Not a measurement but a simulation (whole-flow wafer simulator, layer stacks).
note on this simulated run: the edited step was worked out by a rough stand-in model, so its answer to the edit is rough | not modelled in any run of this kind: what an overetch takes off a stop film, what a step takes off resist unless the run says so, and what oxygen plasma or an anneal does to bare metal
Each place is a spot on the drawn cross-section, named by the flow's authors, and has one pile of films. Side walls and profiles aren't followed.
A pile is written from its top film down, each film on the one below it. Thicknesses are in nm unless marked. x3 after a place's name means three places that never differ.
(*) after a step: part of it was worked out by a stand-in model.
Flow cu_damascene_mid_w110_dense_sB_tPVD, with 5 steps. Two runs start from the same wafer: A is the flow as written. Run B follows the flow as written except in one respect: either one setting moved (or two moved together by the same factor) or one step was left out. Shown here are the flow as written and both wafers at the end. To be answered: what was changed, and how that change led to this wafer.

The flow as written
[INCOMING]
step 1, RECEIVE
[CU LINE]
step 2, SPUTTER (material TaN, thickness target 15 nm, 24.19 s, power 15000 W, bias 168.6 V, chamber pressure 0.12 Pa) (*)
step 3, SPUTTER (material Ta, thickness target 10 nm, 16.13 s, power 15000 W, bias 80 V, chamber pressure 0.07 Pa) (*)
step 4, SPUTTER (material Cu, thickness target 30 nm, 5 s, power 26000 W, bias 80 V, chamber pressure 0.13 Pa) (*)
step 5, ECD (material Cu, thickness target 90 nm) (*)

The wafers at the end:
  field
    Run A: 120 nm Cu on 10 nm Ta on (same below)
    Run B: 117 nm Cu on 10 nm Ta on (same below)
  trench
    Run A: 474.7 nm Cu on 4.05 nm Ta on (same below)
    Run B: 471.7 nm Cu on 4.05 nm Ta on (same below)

What caused this: step 4, SPUTTER: thickness target 27 nm was run, whereas the flow has thickness target 30 nm; step 4, SPUTTER: 4.5 s was run, where the flow has 5 s.

The path from the change to this, step by step:
  step 4, SPUTTER (material Cu, thickness target 30 nm, 5 s, power 26000 W, bias 80 V, chamber pressure 0.13 Pa) (*)
      field: A +30 Cu (new film) | B +27 Cu (new film)
      trench: A +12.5 Cu (new film) | B +11.2 Cu (new film)
